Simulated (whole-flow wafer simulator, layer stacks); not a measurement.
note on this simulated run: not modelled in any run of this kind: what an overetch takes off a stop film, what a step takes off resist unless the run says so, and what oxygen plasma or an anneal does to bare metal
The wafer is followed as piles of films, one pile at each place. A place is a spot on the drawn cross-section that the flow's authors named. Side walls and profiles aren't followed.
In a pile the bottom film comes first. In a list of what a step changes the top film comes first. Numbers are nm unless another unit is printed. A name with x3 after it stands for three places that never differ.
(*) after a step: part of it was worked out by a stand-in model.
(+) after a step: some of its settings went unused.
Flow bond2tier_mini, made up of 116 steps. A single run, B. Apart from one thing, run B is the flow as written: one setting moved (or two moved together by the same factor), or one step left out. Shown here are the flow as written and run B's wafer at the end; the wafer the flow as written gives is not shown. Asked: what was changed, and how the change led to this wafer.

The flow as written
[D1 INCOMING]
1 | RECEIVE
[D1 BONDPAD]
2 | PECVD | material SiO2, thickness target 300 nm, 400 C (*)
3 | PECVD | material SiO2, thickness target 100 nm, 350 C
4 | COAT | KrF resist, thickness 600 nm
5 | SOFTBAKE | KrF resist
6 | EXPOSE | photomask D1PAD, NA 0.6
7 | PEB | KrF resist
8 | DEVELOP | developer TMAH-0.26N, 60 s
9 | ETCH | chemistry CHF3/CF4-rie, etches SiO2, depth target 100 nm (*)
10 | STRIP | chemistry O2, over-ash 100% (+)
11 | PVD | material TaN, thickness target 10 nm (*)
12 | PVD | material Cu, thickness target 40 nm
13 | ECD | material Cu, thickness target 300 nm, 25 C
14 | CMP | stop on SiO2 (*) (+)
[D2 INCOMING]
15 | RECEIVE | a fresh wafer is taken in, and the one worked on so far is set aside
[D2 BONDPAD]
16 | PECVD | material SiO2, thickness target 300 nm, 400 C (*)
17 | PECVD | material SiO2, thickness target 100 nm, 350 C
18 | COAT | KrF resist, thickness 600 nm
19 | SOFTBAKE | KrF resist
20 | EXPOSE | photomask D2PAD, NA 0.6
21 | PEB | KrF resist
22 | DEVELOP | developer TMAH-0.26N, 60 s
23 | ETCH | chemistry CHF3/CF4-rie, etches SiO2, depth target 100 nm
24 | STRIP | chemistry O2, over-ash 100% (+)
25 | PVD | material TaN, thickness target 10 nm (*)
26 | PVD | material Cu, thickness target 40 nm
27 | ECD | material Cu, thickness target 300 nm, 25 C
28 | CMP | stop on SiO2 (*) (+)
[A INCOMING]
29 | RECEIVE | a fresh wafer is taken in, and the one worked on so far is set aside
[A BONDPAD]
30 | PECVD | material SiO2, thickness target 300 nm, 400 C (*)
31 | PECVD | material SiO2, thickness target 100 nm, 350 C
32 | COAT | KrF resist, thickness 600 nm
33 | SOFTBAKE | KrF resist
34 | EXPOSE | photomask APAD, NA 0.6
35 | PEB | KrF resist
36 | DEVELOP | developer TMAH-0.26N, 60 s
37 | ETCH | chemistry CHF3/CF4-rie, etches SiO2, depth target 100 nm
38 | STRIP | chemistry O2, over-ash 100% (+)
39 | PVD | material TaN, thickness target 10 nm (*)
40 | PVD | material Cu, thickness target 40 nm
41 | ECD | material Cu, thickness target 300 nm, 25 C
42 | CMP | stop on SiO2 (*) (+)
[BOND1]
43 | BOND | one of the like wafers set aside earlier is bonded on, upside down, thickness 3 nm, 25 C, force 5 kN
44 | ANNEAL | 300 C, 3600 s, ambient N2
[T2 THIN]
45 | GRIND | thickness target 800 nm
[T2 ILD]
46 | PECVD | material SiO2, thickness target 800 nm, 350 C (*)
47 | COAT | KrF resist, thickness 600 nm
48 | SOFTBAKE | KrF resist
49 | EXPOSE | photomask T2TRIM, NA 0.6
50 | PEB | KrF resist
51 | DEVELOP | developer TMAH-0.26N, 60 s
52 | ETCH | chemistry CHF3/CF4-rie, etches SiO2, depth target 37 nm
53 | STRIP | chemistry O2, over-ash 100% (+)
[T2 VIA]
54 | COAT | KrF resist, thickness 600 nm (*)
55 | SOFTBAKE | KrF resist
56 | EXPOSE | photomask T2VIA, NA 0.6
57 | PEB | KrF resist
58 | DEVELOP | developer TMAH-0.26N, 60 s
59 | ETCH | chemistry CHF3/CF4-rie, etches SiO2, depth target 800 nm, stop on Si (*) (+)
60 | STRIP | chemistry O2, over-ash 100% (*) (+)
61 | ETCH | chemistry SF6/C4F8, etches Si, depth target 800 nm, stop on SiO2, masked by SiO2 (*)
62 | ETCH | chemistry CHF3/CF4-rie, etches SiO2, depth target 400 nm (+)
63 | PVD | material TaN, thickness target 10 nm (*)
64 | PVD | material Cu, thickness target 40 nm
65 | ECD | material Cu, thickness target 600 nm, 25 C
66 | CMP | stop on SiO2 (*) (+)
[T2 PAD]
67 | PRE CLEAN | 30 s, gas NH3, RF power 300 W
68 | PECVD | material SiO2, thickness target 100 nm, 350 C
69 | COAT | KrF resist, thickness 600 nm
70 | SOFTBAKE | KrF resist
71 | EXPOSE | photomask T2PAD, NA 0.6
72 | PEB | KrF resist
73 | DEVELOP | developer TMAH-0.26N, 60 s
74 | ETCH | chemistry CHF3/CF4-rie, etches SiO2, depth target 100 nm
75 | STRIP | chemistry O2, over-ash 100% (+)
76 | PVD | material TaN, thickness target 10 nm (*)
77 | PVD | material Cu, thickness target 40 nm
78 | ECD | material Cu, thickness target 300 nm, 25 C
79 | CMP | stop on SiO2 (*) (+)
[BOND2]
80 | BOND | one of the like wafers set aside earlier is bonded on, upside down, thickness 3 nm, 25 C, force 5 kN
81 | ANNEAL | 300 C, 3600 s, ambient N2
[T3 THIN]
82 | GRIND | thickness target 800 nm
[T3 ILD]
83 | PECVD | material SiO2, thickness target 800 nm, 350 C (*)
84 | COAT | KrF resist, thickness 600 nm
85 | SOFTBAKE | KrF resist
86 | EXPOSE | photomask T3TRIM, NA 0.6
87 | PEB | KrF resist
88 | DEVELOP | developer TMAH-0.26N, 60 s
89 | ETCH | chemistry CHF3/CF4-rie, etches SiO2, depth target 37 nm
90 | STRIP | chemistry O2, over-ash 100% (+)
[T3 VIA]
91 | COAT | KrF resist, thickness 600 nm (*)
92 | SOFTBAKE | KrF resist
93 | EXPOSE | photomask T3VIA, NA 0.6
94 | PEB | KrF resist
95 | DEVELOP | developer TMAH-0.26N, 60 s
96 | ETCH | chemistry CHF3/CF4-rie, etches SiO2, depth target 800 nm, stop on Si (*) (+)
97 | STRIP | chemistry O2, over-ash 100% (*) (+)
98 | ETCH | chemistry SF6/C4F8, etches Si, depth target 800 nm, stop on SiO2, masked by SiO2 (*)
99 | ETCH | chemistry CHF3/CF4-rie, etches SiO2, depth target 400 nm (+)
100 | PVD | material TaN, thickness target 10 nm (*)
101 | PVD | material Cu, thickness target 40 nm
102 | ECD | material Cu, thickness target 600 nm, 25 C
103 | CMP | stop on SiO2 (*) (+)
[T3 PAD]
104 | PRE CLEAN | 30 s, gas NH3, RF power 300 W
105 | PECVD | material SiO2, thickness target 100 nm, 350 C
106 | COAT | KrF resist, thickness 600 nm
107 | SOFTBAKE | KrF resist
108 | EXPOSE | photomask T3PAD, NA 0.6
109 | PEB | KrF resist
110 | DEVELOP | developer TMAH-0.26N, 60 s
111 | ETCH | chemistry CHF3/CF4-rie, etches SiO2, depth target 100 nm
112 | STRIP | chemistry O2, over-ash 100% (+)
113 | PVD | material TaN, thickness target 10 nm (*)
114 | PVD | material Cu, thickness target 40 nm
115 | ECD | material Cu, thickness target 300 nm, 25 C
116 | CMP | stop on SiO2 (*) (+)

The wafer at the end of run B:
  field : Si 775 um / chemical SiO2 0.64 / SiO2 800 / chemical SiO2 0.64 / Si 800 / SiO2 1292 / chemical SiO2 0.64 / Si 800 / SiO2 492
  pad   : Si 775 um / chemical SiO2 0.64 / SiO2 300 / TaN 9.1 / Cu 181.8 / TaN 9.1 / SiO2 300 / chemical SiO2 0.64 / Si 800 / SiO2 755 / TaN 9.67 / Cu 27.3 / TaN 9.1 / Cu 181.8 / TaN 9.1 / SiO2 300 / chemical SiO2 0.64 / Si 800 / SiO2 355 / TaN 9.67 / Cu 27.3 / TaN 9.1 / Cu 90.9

The reason: step 62, ETCH: chemistry CHF3/CF4-rie, etches SiO2, depth target 400 nm (+), was not run.

How this came from the change, step by step:
  (no step that both runs have acts differently)
